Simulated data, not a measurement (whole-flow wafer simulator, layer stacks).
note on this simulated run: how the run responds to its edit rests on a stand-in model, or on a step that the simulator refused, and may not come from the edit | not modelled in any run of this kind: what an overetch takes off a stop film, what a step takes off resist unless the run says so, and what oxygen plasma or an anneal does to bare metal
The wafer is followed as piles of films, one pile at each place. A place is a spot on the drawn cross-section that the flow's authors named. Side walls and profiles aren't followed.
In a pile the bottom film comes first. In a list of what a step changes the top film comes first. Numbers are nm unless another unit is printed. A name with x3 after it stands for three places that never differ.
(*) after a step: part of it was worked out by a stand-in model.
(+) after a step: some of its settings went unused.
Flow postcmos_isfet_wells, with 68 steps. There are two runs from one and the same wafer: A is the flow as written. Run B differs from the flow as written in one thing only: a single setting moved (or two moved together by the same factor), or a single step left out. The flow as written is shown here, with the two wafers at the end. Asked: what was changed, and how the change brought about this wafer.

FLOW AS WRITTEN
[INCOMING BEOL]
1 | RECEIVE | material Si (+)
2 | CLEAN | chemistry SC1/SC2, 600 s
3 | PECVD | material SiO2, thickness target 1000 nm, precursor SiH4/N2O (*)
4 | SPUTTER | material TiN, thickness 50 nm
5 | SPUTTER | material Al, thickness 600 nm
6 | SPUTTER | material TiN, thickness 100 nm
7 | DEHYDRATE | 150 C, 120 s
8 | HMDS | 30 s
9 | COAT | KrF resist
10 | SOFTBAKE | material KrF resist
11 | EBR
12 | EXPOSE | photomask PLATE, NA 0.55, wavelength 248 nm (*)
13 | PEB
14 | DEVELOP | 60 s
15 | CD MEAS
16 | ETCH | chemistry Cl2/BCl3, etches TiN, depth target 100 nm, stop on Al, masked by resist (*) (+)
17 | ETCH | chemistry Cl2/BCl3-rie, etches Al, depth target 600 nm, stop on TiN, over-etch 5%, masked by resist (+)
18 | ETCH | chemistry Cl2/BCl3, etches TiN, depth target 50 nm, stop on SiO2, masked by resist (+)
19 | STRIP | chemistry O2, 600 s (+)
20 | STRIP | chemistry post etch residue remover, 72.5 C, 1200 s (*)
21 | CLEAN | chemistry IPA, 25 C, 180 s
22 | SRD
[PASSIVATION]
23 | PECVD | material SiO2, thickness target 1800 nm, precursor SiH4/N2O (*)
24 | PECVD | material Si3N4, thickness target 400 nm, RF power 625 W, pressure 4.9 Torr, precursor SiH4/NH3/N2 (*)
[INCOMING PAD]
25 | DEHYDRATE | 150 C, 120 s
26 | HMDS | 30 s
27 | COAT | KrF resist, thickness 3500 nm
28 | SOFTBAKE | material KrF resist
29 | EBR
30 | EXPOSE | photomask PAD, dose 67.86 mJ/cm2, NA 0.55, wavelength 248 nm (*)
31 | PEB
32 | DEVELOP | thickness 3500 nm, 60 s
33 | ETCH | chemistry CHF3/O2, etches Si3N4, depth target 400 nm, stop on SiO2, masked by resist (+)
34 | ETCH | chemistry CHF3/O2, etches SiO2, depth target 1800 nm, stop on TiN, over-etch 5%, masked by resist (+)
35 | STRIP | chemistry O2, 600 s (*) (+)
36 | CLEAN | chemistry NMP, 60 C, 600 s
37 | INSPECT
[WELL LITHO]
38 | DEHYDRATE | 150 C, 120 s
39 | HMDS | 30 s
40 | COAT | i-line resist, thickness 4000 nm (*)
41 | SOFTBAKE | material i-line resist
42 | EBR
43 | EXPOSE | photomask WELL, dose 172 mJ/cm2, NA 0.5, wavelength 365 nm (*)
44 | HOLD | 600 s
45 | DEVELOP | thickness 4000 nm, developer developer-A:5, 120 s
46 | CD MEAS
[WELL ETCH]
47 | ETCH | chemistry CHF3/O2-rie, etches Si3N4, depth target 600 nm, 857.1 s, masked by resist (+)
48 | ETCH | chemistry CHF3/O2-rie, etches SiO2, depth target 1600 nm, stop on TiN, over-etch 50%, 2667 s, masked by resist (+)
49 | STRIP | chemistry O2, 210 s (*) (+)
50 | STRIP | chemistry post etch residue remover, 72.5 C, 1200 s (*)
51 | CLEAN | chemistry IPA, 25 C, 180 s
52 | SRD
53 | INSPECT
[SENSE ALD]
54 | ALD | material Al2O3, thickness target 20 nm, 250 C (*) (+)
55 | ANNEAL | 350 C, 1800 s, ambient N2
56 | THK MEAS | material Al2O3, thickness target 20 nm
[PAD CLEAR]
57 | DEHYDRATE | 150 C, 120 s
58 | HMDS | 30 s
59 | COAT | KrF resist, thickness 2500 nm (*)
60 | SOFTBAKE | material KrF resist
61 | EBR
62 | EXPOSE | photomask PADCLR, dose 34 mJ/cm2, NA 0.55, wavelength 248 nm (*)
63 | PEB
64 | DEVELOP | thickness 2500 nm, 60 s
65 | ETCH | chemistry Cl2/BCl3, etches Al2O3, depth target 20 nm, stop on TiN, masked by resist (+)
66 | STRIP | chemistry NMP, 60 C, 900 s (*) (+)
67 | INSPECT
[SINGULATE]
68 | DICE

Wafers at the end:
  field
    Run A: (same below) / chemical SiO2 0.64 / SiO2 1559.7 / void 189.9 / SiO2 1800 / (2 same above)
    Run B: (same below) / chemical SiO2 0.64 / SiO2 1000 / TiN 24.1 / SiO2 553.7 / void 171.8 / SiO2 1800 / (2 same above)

Cause: step 18, ETCH: depth target 25.5 nm was run, whereas the flow has depth target 50 nm.

The path from the change to this, step by step:
  18 | ETCH | chemistry Cl2/BCl3, etches TiN, depth target 50 nm, stop on SiO2, masked by resist (+)
      field: A -50 TiN (all of it) | B -25.5 TiN
      margin, well900, well1300 x3, pad_rim, pad_clr, pad_open: A -20 KrF resist | B -10.2 KrF resist
  23 | PECVD | material SiO2, thickness target 1800 nm, precursor SiH4/N2O (*)
      field: A +1800 SiO2 (new film), +189.9 void (new film), +559.7 SiO2 | B +1800 SiO2 (new film), +171.8 void (new film), +553.7 SiO2 (new film)
With metal films that touch counted as one body, field has 1 body; the flow as written gives 0 bodies.
